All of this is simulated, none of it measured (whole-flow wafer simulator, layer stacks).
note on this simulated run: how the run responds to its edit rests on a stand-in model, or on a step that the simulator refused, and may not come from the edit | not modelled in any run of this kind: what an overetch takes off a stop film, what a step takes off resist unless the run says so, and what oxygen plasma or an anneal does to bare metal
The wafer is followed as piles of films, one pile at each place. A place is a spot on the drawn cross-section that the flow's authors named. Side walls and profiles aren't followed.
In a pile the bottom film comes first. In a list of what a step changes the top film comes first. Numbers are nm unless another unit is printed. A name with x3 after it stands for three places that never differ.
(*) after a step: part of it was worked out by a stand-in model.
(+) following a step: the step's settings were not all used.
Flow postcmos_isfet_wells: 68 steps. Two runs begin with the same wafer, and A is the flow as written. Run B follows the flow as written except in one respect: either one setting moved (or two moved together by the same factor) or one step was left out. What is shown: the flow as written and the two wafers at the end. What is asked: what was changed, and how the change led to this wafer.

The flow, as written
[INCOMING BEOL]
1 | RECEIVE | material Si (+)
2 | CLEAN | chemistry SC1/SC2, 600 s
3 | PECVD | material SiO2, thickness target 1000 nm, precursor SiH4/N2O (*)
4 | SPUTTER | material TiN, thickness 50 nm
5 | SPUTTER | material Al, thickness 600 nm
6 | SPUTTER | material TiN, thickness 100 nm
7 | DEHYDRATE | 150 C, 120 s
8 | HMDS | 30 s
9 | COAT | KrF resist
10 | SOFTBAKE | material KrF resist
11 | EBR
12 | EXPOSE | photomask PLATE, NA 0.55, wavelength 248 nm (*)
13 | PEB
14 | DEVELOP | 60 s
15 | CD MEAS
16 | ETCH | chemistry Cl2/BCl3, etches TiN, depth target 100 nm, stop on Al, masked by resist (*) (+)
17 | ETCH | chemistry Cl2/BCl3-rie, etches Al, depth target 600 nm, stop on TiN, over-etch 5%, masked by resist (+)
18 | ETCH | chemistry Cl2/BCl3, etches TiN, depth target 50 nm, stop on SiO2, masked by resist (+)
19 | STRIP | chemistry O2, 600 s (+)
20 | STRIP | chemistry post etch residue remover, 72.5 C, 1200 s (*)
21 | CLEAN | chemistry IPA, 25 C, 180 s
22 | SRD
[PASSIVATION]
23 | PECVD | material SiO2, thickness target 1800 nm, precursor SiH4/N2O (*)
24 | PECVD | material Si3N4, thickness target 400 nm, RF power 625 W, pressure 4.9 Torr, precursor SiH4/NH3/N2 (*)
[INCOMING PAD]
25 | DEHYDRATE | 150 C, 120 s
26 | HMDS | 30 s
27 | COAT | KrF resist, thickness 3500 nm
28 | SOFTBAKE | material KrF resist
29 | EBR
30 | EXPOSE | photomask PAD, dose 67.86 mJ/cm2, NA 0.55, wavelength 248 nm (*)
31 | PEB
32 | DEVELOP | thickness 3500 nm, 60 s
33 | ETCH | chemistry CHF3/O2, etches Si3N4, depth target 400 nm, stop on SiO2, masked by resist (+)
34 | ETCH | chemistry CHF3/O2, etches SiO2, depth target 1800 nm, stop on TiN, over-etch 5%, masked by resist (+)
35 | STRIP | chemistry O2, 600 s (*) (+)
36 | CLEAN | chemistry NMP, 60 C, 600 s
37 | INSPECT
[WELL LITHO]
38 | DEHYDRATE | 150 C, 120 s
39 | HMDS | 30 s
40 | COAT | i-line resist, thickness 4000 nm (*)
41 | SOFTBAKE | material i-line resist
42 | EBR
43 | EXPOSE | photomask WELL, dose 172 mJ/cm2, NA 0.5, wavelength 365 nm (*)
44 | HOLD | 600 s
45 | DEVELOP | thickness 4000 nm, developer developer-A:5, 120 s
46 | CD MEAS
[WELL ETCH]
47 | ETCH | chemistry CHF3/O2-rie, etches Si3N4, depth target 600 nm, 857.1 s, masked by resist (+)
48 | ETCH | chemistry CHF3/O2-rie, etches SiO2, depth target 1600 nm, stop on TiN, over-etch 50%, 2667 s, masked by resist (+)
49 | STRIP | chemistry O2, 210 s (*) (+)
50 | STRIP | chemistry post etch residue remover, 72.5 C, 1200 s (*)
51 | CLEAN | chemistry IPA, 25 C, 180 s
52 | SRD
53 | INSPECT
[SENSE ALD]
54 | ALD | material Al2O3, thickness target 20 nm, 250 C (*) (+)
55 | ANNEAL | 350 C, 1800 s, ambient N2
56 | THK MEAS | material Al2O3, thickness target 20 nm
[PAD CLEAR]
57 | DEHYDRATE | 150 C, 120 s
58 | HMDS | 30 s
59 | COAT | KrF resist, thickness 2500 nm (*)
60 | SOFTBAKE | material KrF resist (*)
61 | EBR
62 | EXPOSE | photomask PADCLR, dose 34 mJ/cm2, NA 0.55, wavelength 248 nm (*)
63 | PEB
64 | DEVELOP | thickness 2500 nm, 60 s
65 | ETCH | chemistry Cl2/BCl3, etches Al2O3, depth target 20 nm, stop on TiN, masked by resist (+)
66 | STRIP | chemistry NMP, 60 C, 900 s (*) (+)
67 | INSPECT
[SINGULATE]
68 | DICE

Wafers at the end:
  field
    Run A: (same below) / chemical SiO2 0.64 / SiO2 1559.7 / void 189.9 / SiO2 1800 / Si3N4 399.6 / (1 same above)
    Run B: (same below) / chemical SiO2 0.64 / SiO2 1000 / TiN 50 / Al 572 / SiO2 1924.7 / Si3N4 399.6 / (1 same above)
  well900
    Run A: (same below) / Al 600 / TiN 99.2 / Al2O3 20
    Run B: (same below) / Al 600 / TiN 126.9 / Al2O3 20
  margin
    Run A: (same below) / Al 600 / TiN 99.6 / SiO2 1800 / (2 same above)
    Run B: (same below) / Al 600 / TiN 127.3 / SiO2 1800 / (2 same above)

What caused this: step 6, SPUTTER: thickness 127.7 nm was run, while the flow as written has thickness 100 nm.

Step by step, how the change led to this:
  6 | SPUTTER | material TiN, thickness 100 nm
      field, margin, well900 and 6 more: A TiN gains 100 (new film) | B TiN gains 127.7 (new film)
  16 | ETCH | chemistry Cl2/BCl3, etches TiN, depth target 100 nm, stop on Al, masked by resist (*) (+)
      field: A TiN loses 100 (all of it) | B TiN loses 100
  17 | ETCH | chemistry Cl2/BCl3-rie, etches Al, depth target 600 nm, stop on TiN, over-etch 5%, masked by resist (+)
      field: A Al loses 600 (all of it) | B nothing
  18 | ETCH | chemistry Cl2/BCl3, etches TiN, depth target 50 nm, stop on SiO2, masked by resist (+)
      field: A TiN loses 50 (all of it) | B TiN loses 27.7 (all of it), Al loses 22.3
  20 | STRIP | chemistry post etch residue remover, 72.5 C, 1200 s (*)
      field: A nothing | B Al loses 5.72
  23 | PECVD | material SiO2, thickness target 1800 nm, precursor SiH4/N2O (*)
      field: A SiO2 gains 1800 (new film), void gains 189.9 (new film), SiO2 gains 559.7 | B SiO2 gains 1924.7 (new film)
Taking metal films that touch as one body, field has 1 body; the flow as written gives 0 bodies.
